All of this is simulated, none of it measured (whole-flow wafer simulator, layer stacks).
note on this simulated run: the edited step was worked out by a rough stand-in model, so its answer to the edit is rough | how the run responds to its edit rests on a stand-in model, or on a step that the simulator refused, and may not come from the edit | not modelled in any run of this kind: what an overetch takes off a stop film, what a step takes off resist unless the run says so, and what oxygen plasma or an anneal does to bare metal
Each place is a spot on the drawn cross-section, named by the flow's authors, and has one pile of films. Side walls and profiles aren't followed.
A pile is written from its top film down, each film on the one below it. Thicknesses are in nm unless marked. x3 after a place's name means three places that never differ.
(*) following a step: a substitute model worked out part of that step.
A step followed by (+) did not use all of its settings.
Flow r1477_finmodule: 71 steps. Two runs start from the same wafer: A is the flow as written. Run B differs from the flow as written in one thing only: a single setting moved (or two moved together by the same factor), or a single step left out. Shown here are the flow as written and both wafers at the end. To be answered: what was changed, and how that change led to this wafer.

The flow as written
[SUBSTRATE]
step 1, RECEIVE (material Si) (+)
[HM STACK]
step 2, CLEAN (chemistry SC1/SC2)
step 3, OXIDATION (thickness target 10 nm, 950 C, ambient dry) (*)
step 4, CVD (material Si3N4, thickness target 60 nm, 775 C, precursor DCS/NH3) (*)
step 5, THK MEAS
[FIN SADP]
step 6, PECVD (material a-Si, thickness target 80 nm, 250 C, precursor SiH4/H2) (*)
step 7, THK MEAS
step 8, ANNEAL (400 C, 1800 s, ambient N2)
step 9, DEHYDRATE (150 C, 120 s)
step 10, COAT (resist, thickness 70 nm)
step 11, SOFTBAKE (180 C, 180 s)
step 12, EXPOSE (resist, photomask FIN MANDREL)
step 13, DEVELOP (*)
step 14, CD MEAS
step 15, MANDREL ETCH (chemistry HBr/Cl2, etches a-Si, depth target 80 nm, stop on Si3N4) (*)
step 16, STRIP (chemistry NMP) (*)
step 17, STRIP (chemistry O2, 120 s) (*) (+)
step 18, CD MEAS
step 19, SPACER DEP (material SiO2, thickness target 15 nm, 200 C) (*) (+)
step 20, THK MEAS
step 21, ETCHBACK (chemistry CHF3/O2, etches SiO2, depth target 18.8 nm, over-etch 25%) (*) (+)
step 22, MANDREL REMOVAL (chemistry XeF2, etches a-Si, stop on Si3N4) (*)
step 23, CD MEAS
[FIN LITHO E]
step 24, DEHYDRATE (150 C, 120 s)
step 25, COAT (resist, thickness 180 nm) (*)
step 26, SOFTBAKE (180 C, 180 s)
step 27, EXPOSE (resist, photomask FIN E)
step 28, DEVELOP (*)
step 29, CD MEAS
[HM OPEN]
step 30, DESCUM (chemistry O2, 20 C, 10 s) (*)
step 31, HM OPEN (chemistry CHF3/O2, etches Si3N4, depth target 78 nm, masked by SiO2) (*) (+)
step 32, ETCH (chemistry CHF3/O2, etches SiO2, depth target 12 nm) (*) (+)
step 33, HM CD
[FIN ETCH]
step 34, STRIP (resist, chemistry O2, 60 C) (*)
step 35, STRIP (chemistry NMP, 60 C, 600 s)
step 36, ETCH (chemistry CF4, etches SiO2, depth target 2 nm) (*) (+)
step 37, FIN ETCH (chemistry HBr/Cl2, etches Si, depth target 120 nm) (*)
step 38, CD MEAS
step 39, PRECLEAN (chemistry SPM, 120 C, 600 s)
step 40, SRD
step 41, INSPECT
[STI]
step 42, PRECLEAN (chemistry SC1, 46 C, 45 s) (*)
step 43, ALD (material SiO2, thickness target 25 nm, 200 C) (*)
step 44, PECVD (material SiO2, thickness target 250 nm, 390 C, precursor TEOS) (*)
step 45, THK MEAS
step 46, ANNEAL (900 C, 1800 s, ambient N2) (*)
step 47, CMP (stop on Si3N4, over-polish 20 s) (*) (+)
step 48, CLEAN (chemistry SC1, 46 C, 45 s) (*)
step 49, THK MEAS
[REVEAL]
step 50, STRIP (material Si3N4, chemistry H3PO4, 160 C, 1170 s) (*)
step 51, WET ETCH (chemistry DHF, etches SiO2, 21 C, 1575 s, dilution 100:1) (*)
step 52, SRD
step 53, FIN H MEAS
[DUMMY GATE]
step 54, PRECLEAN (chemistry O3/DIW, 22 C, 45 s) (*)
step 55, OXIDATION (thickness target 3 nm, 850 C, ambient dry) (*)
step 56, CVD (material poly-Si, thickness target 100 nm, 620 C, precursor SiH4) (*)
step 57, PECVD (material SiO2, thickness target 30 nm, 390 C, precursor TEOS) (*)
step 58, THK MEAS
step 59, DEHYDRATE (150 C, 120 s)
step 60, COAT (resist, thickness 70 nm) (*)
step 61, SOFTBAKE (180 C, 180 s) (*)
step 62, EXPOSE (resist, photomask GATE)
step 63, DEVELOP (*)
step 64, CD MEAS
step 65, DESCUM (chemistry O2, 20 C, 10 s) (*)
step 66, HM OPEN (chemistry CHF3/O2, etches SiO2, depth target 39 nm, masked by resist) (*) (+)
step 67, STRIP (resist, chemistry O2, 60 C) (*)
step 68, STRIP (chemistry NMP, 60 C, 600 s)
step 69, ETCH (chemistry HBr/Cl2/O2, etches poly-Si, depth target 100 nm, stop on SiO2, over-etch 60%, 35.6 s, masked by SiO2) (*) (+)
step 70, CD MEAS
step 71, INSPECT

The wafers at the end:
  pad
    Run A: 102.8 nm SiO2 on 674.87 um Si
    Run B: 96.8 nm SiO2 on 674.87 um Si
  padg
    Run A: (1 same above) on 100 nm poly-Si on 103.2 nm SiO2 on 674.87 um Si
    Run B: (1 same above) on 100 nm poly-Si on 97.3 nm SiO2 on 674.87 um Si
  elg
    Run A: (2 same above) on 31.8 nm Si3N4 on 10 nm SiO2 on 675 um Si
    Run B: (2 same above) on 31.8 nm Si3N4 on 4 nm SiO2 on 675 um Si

What caused this: step 3, OXIDATION: thickness target 4 nm was run, though the flow has thickness target 10 nm.
The wafer itself shows it: elg has SiO2 4, and step 3 as written asks for 10 nm.

The path from the change to this, step by step:
  step 3, OXIDATION (thickness target 10 nm, 950 C, ambient dry) (*)
      pad, padg, elg and 33 more: A +10 SiO2 (new film), -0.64 chemical SiO2 (all of it), -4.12 Si | B +4 SiO2 (new film), -0.64 chemical SiO2 (all of it), -1.48 Si
  step 31, HM OPEN (chemistry CHF3/O2, etches Si3N4, depth target 78 nm, masked by SiO2) (*) (+)
      s40cg, s45cg, s50cg, s40co, s45co, s50co: A -60 Si3N4 (all of it), -9 SiO2 | B -60 Si3N4 (all of it), -4 SiO2 (all of it)
      pad, padg, esg and 13 more: A -56.4 Si3N4 (all of it), -10 SiO2 (all of it) | B -56.4 Si3N4 (all of it), -4 SiO2 (all of it)
  step 32, ETCH (chemistry CHF3/O2, etches SiO2, depth target 12 nm) (*) (+)
      s40cg, s40co: A -1 SiO2 (all of it), -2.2 Si | B -2.1 Si
      s45cg, s45co: A -1 SiO2 (all of it), -2.2 Si | B -2.13 Si
      (and at 2 other places as well)
  step 43, ALD (material SiO2, thickness target 25 nm, 200 C) (*)
      s40cg, s45cg, s40co, s45co: A +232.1 SiO2 (new film) | B +226 SiO2 (new film)
      s50cg, s50co: A +232.1 SiO2 (new film) | B +226.1 SiO2 (new film)
      (and at 1 other place as well)
  step 47, CMP (stop on Si3N4, over-polish 20 s) (*) (+)
      pad, padg, e40sg and 11 more: A -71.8 SiO2 | B -77.8 SiO2
      eso: A -72.4 SiO2 | B -78.4 SiO2
  step 51, WET ETCH (chemistry DHF, etches SiO2, 21 C, 1575 s, dilution 100:1) (*)
      s40sg_line, s45sg_line, s50sg_line, s40so_line, s45so_line, s50so_line: A -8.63 SiO2 (all of it) | B -2.63 SiO2 (all of it)
  step 56, CVD (material poly-Si, thickness target 100 nm, 620 C, precursor SiH4) (*)
      s40cg, s40co: A +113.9 poly-Si (new film) | B +121.9 poly-Si (new film)
      s45cg, s45co: A +113.4 poly-Si (new film) | B +119.4 poly-Si (new film)
      (and at 2 other places as well)
  step 60, COAT (resist, thickness 70 nm) (*)
      s40cg, s40co: A +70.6 resist (new film) | B +68.8 resist (new film)
      s40sg, s40so: A +91 resist (new film) | B +97.3 resist (new film)
      (and at 4 other places as well)
  step 63, DEVELOP (*)
      s40co: A -70.6 resist (all of it) | B -68.8 resist (all of it)
      s40so: A -91 resist (all of it) | B -97.3 resist (all of it)
      (and at 2 other places as well)
  step 67, STRIP (resist, chemistry O2, 60 C) (*)
      s40cg: A -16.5 resist (all of it) | B -14.7 resist (all of it)
      s40sg: A -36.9 resist (all of it) | B -43.2 resist (all of it)
      (and at 2 other places as well)
  step 69, ETCH (chemistry HBr/Cl2/O2, etches poly-Si, depth target 100 nm, stop on SiO2, over-etch 60%, 35.6 s, masked by SiO2) (*) (+)
      s40co: A -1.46 chemical SiO2 (all of it), -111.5 poly-Si (all of it), -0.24 SiO2 | B -1.46 chemical SiO2 (all of it), -119.5 poly-Si (all of it), -0.2 SiO2
      s45co: A -1.46 chemical SiO2 (all of it), -110.9 poly-Si (all of it), -0.25 SiO2 | B -1.46 chemical SiO2 (all of it), -116.9 poly-Si (all of it), -0.22 SiO2
      (and at 1 other place as well)
